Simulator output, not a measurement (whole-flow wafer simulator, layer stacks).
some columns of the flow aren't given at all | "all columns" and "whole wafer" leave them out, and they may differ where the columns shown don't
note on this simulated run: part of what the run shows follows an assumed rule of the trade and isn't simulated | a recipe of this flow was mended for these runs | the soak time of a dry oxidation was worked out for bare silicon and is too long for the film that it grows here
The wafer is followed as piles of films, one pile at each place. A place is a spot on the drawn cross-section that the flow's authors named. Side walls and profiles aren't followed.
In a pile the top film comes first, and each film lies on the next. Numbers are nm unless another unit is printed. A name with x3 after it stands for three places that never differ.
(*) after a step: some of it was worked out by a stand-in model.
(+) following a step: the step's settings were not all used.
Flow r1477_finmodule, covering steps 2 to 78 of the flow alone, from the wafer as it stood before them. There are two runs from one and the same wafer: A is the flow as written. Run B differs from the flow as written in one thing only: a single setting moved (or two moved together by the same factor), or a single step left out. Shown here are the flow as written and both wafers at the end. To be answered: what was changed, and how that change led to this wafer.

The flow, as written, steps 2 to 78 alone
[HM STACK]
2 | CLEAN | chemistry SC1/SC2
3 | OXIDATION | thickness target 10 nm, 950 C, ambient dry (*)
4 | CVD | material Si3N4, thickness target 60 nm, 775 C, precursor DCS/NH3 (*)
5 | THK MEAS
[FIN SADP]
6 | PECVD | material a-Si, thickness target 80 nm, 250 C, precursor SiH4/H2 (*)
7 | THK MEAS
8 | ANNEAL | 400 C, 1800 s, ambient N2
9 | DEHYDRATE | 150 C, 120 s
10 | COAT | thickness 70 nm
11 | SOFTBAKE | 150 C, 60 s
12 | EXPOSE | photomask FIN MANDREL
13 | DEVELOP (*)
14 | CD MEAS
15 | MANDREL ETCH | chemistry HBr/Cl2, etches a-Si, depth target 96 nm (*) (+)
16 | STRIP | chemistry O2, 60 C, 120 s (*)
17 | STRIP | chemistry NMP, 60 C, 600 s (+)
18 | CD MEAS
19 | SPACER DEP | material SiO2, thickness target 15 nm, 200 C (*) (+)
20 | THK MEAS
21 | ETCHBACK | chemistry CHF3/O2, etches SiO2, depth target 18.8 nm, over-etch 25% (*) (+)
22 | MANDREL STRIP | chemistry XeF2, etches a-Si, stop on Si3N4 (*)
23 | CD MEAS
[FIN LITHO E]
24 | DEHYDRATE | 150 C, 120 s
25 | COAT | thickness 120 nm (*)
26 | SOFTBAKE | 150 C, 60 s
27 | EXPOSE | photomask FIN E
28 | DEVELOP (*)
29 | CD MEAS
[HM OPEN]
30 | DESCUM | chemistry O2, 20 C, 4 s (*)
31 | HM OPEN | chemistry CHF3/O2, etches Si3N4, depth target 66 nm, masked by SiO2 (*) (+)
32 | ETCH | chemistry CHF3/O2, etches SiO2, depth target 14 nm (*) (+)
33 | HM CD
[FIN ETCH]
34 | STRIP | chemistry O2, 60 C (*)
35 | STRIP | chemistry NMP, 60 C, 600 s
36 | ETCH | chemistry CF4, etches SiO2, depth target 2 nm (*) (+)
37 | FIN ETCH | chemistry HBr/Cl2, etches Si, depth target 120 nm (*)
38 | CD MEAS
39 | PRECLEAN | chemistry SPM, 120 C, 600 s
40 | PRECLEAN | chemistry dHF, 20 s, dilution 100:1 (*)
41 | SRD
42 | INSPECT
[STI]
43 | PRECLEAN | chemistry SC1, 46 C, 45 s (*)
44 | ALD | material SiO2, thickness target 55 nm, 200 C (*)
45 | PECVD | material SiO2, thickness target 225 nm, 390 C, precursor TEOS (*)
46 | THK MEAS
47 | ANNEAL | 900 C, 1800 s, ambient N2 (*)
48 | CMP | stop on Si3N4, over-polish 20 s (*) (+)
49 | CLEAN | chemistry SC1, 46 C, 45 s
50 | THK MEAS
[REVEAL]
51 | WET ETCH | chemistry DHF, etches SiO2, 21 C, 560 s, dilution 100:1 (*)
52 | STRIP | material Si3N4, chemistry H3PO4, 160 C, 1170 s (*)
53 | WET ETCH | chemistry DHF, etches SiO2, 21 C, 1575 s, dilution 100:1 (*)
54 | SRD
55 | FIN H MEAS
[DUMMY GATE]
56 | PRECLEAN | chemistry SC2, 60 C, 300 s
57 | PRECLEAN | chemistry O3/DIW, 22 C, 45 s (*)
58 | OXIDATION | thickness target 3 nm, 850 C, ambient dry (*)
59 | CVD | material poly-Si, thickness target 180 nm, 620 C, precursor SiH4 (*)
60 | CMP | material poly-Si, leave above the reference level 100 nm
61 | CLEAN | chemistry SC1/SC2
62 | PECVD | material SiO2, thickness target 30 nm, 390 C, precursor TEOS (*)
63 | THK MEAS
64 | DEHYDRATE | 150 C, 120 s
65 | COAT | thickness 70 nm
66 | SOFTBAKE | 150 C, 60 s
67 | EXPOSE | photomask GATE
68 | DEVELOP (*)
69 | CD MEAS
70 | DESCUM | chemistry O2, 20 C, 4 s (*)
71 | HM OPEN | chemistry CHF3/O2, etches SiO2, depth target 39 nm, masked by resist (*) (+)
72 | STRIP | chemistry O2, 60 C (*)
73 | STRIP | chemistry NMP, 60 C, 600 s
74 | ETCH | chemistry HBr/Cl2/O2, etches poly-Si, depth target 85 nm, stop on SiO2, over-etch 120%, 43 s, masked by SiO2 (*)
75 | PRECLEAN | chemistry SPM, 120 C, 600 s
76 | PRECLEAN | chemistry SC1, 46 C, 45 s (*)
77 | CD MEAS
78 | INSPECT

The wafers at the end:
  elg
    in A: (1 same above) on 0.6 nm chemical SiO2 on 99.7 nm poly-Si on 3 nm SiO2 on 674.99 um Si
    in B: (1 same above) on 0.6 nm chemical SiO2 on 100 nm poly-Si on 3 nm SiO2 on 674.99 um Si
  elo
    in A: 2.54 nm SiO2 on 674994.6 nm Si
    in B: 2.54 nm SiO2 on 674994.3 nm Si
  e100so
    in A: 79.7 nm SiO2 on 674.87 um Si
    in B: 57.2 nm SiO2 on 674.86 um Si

Cause: step 4, CVD: thickness target 24 nm was run, while the flow as written has thickness target 60 nm.

Step by step, how the change led to this:
  4 | CVD | material Si3N4, thickness target 60 nm, 775 C, precursor DCS/NH3 (*)
      pad, padg, elg and 33 more: A +60 Si3N4 (new film) | B +24 Si3N4 (new film)
  31 | HM OPEN | chemistry CHF3/O2, etches Si3N4, depth target 66 nm, masked by SiO2 (*) (+)
      pad, padg, esg and 13 more: A -54.1 Si3N4 (all of it), -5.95 SiO2 | B -18.1 Si3N4 (all of it), -10 SiO2 (all of it), -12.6 Si
      s40cg, s45cg, s50cg, s40co, s45co, s50co: A -60 Si3N4 (all of it), -3 SiO2 | B -24 Si3N4 (all of it), -10 SiO2 (all of it), -10.7 Si
  32 | ETCH | chemistry CHF3/O2, etches SiO2, depth target 14 nm (*) (+)
      e100sg, s40sg, e100so, s40so: A -4.05 SiO2 (all of it), -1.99 Si | B -2.56 Si
      pad, padg: A -4.05 SiO2 (all of it), -1.99 Si | B -2.8 Si
      (and at 16 other places as well)
  37 | FIN ETCH | chemistry HBr/Cl2, etches Si, depth target 120 nm (*)
      elg, e40lg, e100lg, e200lg, elo, e40lo, e100lo, e200lo: A -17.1 Si3N4 | B -15.6 Si3N4 (all of it), -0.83 SiO2
  40 | PRECLEAN | chemistry dHF, 20 s, dilution 100:1 (*)
      elg, e40lg, e100lg, e200lg, elo, e40lo, e100lo, e200lo: A -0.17 Si3N4 | B -0.87 SiO2
  44 | ALD | material SiO2, thickness target 55 nm, 200 C (*)
      elg, e40lg, e100lg, e200lg, elo, e40lo, e100lo, e200lo: A +55 SiO2 (new film) | B +55 SiO2
      s40cg, s45cg, s50cg, s40co, s45co, s50co: A +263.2 SiO2 (new film) | B +239 SiO2 (new film)
      (and at 14 other places as well)
  48 | CMP | stop on Si3N4, over-polish 20 s (*) (+)
      pad, padg: A -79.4 SiO2 | B -102 SiO2
  51 | WET ETCH | chemistry DHF, etches SiO2, 21 C, 560 s, dilution 100:1 (*)
      elg, e40lg, e100lg, e200lg, elo, e40lo, e100lo, e200lo: A -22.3 SiO2 (all of it), -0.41 Si3N4 | B -27.2 SiO2
  52 | STRIP | material Si3N4, chemistry H3PO4, 160 C, 1170 s (*)
      elg, e40lg, e100lg, e200lg, elo, e40lo, e100lo, e200lo: A -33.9 Si3N4 (all of it), -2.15 SiO2 | B +0.5 chemical SiO2 (new film), -3.41 SiO2 (all of it), -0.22 Si
      s40sg_line, s45sg_line, s50sg_line, s40so_line, s45so_line, s50so_line: A -55.1 Si3N4 (all of it), -1.49 SiO2 | B -19.1 Si3N4 (all of it), -2.61 SiO2
  53 | WET ETCH | chemistry DHF, etches SiO2, 21 C, 1575 s, dilution 100:1 (*)
      elg, e40lg, e100lg, e200lg, elo, e40lo, e100lo, e200lo: A -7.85 SiO2 (all of it) | B -0.5 chemical SiO2 (all of it)
      s40sg_line, s45sg_line, s50sg_line, s40so_line, s45so_line, s50so_line: A -8.51 SiO2 (all of it) | B -7.39 SiO2 (all of it)
  59 | CVD | material poly-Si, thickness target 180 nm, 620 C, precursor SiH4 (*)
      s40cg, s40sg, s45cg and 9 more: A +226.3 poly-Si (new film) | B +262.3 poly-Si (new film)
      esg, e40sg, e100sg, eso, e40so, e100so: A +226.3 poly-Si (new film) | B +262.1 poly-Si (new film)
      (and at 2 other places as well)
  60 | CMP | material poly-Si, leave above the reference level 100 nm
      pad, padg: A -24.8 poly-Si | B nothing
      e200sg, e200so: A -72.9 poly-Si | B -79.8 poly-Si
  74 | ETCH | chemistry HBr/Cl2/O2, etches poly-Si, depth target 85 nm, stop on SiO2, over-etch 120%, 43 s, masked by SiO2 (*)
      eso, e40so, s40co, s45so, s50co, s50so: A -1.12 chemical SiO2 (all of it), -143.9 poly-Si (all of it), -0.22 SiO2 | B -1.12 chemical SiO2 (all of it), -179.8 poly-Si (all of it)
      e100so, e200so, s40so, s45co: A -1.12 chemical SiO2 (all of it), -143.9 poly-Si (all of it), -0.22 SiO2 | B -1.12 chemical SiO2 (all of it), -179.8 poly-Si (all of it), -0.04 SiO2
      (and at 1 other place as well)
